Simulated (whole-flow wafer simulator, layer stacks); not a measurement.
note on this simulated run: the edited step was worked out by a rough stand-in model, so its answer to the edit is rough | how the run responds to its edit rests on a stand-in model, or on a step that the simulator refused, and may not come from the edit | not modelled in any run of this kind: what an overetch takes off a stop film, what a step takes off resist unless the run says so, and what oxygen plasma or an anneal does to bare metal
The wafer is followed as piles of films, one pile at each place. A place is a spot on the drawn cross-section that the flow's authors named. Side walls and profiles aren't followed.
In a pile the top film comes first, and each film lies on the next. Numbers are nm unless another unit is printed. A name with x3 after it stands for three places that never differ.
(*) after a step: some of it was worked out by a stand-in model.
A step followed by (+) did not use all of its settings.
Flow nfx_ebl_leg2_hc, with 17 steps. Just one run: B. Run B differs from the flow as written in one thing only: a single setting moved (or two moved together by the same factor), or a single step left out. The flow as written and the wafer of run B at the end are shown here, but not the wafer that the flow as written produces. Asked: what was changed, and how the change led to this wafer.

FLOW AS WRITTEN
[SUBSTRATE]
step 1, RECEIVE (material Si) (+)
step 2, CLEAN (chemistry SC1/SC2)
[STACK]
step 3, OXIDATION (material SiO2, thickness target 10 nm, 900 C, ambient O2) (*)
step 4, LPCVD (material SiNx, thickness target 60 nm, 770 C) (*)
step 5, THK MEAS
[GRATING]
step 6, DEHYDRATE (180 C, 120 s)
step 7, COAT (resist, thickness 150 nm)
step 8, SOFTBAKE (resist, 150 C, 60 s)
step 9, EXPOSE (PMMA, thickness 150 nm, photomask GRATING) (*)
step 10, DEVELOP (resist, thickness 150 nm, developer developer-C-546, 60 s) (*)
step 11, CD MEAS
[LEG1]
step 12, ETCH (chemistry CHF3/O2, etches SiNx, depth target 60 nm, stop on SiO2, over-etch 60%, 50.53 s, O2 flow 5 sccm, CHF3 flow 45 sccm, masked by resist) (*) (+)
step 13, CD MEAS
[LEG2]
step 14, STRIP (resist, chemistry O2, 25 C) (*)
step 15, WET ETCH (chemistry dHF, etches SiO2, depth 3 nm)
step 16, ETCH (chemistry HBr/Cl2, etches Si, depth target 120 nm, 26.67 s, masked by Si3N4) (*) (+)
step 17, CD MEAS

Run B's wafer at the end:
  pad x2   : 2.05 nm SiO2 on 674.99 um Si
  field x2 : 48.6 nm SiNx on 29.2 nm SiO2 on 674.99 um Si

What caused this: step 3, OXIDATION: 1012 C was run, whereas the flow has 900 C.

The path from the change to this, step by step:
  step 3, OXIDATION (material SiO2, thickness target 10 nm, 900 C, ambient O2) (*)
      field x2, pad x2: +29.2 SiO2 (new film), -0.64 chemical SiO2 (all of it), -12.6 Si (it would be, as written: +10 SiO2 (new film), -0.64 chemical SiO2 (all of it), -4.12 Si)
  step 12, ETCH (chemistry CHF3/O2, etches SiNx, depth target 60 nm, stop on SiO2, over-etch 60%, 50.53 s, O2 flow 5 sccm, CHF3 flow 45 sccm, masked by resist) (*) (+)
      pad x2: -60 SiNx (all of it), -18 SiO2 (it would be, as written: -60 SiNx (all of it), -10 SiO2 (all of it))
  step 14, STRIP (resist, chemistry O2, 25 C) (*)
      pad x2: nothing (it would be, as written: +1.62 chemical SiO2 (new film), -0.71 Si)
  step 15, WET ETCH (chemistry dHF, etches SiO2, depth 3 nm)
      pad x2: -3 SiO2 (it would be, as written: -1.62 chemical SiO2 (all of it))
  step 16, ETCH (chemistry HBr/Cl2, etches Si, depth target 120 nm, 26.67 s, masked by Si3N4) (*) (+)
      pad x2: -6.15 SiO2 (it would be, as written: -120 Si)
